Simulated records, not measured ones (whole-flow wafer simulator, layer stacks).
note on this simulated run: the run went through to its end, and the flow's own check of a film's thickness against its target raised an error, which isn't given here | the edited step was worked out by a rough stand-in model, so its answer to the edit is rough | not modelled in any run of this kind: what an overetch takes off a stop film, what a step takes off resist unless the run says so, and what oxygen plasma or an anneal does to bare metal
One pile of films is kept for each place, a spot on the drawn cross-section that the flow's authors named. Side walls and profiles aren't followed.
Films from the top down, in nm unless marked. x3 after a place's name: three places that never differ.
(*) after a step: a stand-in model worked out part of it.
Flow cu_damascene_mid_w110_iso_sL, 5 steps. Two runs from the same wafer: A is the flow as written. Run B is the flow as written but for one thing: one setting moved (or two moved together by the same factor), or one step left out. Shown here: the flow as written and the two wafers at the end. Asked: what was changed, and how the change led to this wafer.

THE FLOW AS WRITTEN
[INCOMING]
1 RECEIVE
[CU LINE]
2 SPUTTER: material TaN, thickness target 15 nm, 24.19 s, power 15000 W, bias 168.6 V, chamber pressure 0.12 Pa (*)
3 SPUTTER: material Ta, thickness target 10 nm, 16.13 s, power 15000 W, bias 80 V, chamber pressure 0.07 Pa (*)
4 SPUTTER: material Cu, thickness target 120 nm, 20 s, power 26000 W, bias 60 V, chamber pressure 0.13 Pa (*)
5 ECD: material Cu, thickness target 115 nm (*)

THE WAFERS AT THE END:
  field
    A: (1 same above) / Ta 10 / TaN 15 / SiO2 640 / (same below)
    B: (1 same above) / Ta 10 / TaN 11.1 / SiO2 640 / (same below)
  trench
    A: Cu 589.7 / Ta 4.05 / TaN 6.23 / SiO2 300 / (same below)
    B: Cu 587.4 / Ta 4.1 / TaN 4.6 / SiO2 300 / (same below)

The cause: step 2, SPUTTER: power 11080 W was run, where the flow has power 15000 W.

How the change led to this, step by step:
  2 SPUTTER: material TaN, thickness target 15 nm, 24.19 s, power 15000 W, bias 168.6 V, chamber pressure 0.12 Pa (*)
      field: A TaN +15 (new film) | B TaN +11.1 (new film)
      trench: A TaN +6.23 (new film) | B TaN +4.6 (new film)
